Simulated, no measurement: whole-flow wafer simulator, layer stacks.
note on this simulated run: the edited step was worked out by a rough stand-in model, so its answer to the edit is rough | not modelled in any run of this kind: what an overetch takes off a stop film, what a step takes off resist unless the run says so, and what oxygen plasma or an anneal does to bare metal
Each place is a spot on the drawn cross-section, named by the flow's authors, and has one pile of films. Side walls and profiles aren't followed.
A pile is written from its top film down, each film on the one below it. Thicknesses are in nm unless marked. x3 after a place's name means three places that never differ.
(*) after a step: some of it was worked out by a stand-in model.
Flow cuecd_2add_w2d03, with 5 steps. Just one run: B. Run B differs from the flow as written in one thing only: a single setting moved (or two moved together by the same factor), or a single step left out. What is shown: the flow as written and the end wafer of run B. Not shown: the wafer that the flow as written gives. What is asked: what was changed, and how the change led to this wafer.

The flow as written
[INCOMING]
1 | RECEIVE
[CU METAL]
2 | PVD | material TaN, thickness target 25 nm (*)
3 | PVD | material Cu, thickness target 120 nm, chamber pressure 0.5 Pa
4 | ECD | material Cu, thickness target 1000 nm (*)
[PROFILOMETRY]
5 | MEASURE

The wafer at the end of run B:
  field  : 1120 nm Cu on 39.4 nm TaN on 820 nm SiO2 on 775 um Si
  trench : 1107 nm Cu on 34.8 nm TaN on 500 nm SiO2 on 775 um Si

What caused this: step 2, PVD: thickness target 39.4 nm was run, though the flow has thickness target 25 nm.
The wafer lets one read it off: field has TaN 39.4, and step 2 as written asks for 25 nm.

How this came from the change, step by step:
  2 | PVD | material TaN, thickness target 25 nm (*)
      field: +39.4 TaN (new film) (in the flow as written it would be: +25 TaN (new film))
      trench: +34.8 TaN (new film) (in the flow as written it would be: +22.1 TaN (new film))
